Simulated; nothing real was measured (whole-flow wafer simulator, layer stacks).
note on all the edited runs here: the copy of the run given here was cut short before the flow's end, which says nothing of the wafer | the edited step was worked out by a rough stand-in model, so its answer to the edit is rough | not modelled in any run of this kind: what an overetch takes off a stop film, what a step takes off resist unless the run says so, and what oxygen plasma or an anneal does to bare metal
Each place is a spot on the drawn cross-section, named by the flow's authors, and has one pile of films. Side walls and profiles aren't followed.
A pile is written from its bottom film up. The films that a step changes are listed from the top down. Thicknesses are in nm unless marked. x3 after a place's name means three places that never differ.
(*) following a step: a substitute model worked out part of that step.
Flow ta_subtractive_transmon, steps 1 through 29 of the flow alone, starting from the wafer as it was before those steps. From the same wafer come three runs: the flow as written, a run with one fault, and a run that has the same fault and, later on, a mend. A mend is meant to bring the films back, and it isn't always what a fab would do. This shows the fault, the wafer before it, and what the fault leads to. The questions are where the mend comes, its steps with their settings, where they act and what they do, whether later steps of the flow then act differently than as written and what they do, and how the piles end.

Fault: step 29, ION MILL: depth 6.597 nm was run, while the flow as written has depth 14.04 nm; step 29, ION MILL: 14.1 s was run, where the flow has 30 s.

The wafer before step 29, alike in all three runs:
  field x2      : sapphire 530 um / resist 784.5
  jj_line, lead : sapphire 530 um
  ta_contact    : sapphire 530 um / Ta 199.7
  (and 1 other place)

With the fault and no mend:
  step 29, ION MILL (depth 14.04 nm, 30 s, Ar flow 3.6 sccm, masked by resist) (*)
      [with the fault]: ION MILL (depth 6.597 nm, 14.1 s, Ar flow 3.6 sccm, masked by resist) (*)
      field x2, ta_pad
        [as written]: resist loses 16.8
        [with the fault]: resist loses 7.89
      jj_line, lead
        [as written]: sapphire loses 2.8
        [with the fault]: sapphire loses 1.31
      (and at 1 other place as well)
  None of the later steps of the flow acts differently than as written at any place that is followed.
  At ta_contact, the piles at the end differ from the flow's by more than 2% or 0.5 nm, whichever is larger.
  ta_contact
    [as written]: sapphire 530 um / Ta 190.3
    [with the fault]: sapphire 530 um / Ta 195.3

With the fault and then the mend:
  After step 29 comes the mend.
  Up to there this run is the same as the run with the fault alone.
  step 29a, ION MILL (depth 7.439 nm, 15.9 s, Ar flow 3.6 sccm, masked by resist) (*) (a further turn of the flow's step 29, with different settings)
      field x2, ta_pad
        resist loses 8.9
      jj_line, lead
        sapphire loses 1.48
      ta_contact
        Ta loses 5.01
  None of the later steps of the flow acts differently than as written at any place that is followed.
  At every place that both follow, the piles at the end match the flow's.
